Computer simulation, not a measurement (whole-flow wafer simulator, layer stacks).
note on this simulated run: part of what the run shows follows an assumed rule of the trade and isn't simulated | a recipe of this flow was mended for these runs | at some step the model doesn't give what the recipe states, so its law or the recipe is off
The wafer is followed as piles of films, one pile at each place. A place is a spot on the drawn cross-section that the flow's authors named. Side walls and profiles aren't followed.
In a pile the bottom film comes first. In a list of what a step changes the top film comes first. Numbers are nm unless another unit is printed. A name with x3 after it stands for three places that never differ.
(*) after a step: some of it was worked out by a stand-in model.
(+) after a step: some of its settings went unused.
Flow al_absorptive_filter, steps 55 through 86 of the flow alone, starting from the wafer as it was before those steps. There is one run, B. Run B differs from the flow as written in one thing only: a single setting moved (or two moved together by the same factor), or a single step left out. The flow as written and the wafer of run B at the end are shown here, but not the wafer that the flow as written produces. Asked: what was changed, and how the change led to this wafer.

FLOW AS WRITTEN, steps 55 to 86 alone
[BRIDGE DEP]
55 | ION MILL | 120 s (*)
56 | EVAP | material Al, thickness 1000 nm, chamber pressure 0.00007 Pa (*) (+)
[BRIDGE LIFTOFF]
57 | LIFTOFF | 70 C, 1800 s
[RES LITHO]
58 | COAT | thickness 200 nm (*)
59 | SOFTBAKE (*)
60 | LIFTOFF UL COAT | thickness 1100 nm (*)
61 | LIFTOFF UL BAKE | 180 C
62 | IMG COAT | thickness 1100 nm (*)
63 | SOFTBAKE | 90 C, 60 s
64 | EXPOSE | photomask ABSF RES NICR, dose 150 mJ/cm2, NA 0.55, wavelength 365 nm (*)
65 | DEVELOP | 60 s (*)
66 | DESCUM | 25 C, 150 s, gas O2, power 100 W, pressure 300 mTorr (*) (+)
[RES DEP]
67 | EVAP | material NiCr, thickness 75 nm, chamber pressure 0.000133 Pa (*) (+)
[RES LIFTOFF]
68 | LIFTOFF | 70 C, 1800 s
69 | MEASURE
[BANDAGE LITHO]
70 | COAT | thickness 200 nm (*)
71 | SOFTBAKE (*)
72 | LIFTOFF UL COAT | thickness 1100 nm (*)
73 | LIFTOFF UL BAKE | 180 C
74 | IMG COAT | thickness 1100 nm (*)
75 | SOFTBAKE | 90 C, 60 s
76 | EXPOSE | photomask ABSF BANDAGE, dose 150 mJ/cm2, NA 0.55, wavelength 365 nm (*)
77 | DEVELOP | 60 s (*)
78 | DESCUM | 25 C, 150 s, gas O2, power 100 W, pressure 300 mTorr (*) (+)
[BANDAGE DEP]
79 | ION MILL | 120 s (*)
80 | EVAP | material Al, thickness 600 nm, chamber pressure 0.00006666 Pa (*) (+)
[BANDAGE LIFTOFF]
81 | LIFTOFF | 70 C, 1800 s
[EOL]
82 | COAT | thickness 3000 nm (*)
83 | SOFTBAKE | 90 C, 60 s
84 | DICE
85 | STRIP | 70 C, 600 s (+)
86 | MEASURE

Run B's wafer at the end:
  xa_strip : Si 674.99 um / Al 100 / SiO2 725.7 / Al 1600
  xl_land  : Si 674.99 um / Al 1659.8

Cause: step 56, EVAP: thickness 1600 nm was run, whereas the flow has thickness 1000 nm.
The wafer lets one read it off: xa_strip has Al 1600, and step 56 as written asks for 1000 nm.

The path from the change to this, step by step:
  56 | EVAP | material Al, thickness 1000 nm, chamber pressure 0.00007 Pa (*) (+)
      gnd, pad_far, pad_near and 10 more: +1600 Al (new film) (in the flow as written it would be: +1000 Al (new film))
      xl_land: +1600 Al (in the flow as written it would be: +1000 Al)
  57 | LIFTOFF | 70 C, 1800 s
      gnd, xa_field, idc_field: -1600 Al (all of it), -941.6 i-line-resist (all of it), -1600 lift-off-underlayer (all of it), -200 acrylic-e-beam-resist (all of it) (in the flow as written it would be: -1000 Al (all of it), -941.6 i-line-resist (all of it), -1600 lift-off-underlayer (all of it), -200 acrylic-e-beam-resist (all of it))
      pad_far: -1600 Al (all of it), -940.5 i-line-resist (all of it), -1591.1 lift-off-underlayer (all of it), -198.5 acrylic-e-beam-resist (all of it) (in the flow as written it would be: -1000 Al (all of it), -940.5 i-line-resist (all of it), -1591.1 lift-off-underlayer (all of it), -198.5 acrylic-e-beam-resist (all of it))
      (and at 6 other places as well)
  58 | COAT | thickness 200 nm (*)
      xa_margin: +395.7 acrylic-e-beam-resist (new film) (in the flow as written it would be: +288.1 acrylic-e-beam-resist (new film))
      xa_strip: +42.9 acrylic-e-beam-resist (new film) (in the flow as written it would be: +66.9 acrylic-e-beam-resist (new film))
      (and at 1 other place as well)
  60 | LIFTOFF UL COAT | thickness 1100 nm (*)
      xa_margin: +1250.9 lift-off-underlayer (new film) (in the flow as written it would be: +1021 lift-off-underlayer (new film))
      xa_strip: +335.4 lift-off-underlayer (new film) (in the flow as written it would be: +459.8 lift-off-underlayer (new film))
  62 | IMG COAT | thickness 1100 nm (*)
      xa_margin: +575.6 i-line-resist (new film) (in the flow as written it would be: +741.1 i-line-resist (new film))
      xa_strip: +340 i-line-resist (new film) (in the flow as written it would be: +577.9 i-line-resist (new film))
  63 | SOFTBAKE | 90 C, 60 s
      xa_margin: -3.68 i-line-resist (in the flow as written it would be: -3.13 i-line-resist)
      xa_strip: -2.52 i-line-resist (in the flow as written it would be: -4.64 i-line-resist)
  68 | LIFTOFF | 70 C, 1800 s
      xa_margin: -75 NiCr (all of it), -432 i-line-resist (all of it), -1250.9 lift-off-underlayer (all of it), -395.7 acrylic-e-beam-resist (all of it) (in the flow as written it would be: -75 NiCr (all of it), -598.1 i-line-resist (all of it), -1021 lift-off-underlayer (all of it), -288.1 acrylic-e-beam-resist (all of it))
      xa_strip: -75 NiCr (all of it), -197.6 i-line-resist (all of it), -335.4 lift-off-underlayer (all of it), -42.9 acrylic-e-beam-resist (all of it) (in the flow as written it would be: -75 NiCr (all of it), -433.3 i-line-resist (all of it), -459.8 lift-off-underlayer (all of it), -66.9 acrylic-e-beam-resist (all of it))
      (and at 1 other place as well)
  70 | COAT | thickness 200 nm (*)
      xa_margin: +395.7 acrylic-e-beam-resist (new film) (in the flow as written it would be: +288.1 acrylic-e-beam-resist (new film))
      xa_strip: +42.9 acrylic-e-beam-resist (new film) (in the flow as written it would be: +66.9 acrylic-e-beam-resist (new film))
      (and at 1 other place as well)
  72 | LIFTOFF UL COAT | thickness 1100 nm (*)
      xa_margin: +1250.9 lift-off-underlayer (new film) (in the flow as written it would be: +1021 lift-off-underlayer (new film))
      xa_strip: +335.4 lift-off-underlayer (new film) (in the flow as written it would be: +459.8 lift-off-underlayer (new film))
  74 | IMG COAT | thickness 1100 nm (*)
      xa_margin: +575.6 i-line-resist (new film) (in the flow as written it would be: +741.1 i-line-resist (new film))
      xa_strip: +340 i-line-resist (new film) (in the flow as written it would be: +577.9 i-line-resist (new film))
  75 | SOFTBAKE | 90 C, 60 s
      xa_margin: -3.68 i-line-resist (in the flow as written it would be: -3.13 i-line-resist)
      xa_strip: -2.52 i-line-resist (in the flow as written it would be: -4.64 i-line-resist)
  81 | LIFTOFF | 70 C, 1800 s
      xa_margin: -600 Al (all of it), -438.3 i-line-resist (all of it), -1250.9 lift-off-underlayer (all of it), -395.7 acrylic-e-beam-resist (all of it) (in the flow as written it would be: -600 Al (all of it), -604.4 i-line-resist (all of it), -1021 lift-off-underlayer (all of it), -288.1 acrylic-e-beam-resist (all of it))
      xa_strip: -600 Al (all of it), -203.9 i-line-resist (all of it), -335.4 lift-off-underlayer (all of it), -42.9 acrylic-e-beam-resist (all of it) (in the flow as written it would be: -600 Al (all of it), -439.6 i-line-resist (all of it), -459.8 lift-off-underlayer (all of it), -66.9 acrylic-e-beam-resist (all of it))
      (and at 1 other place as well)
  82 | COAT | thickness 3000 nm (*)
      xa_margin: +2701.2 i-line-resist (new film) (in the flow as written it would be: +2563.4 i-line-resist (new film))
      xa_strip: +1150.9 i-line-resist (new film) (in the flow as written it would be: +1594.3 i-line-resist (new film))
  83 | SOFTBAKE | 90 C, 60 s
      xa_margin: -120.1 i-line-resist (in the flow as written it would be: -94.2 i-line-resist)
      xa_strip: -150.3 i-line-resist (in the flow as written it would be: -117.3 i-line-resist)
      (and at 1 other place as well)
  85 | STRIP | 70 C, 600 s (+)
      xa_margin: -2581.1 i-line-resist (all of it) (in the flow as written it would be: -2469.3 i-line-resist (all of it))
      xa_strip: -1000.6 i-line-resist (all of it) (in the flow as written it would be: -1477 i-line-resist (all of it))
